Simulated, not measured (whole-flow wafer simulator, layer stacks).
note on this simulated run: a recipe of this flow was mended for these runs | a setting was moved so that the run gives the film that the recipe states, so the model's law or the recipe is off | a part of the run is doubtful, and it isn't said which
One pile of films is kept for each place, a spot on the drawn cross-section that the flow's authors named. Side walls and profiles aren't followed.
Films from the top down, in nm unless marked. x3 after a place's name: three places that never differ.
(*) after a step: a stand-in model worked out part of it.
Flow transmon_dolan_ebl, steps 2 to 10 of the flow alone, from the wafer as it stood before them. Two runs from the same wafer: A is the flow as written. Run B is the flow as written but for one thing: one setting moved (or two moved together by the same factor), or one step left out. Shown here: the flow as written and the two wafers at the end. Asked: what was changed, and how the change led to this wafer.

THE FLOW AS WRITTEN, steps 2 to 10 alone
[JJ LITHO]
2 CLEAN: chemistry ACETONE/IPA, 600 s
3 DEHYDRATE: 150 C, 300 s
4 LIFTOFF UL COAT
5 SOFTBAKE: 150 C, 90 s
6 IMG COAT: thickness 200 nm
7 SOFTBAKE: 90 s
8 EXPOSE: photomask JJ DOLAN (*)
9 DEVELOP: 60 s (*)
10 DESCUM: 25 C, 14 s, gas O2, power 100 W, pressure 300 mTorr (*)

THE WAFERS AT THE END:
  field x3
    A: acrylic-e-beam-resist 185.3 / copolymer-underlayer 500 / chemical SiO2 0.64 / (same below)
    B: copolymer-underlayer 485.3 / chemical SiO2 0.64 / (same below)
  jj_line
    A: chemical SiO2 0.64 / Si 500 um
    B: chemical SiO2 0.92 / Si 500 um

The cause: step 6, IMG COAT: thickness 200 nm, was left out.

How the change led to this, step by step:
  9 DEVELOP: 60 s (*)
      jj_line: A acrylic-e-beam-resist -200 (all of it), copolymer-underlayer -500 (all of it) | B copolymer-underlayer -500 (all of it)
  10 DESCUM: 25 C, 14 s, gas O2, power 100 W, pressure 300 mTorr (*)
      field x3: A acrylic-e-beam-resist -14.7 | B copolymer-underlayer -14.7
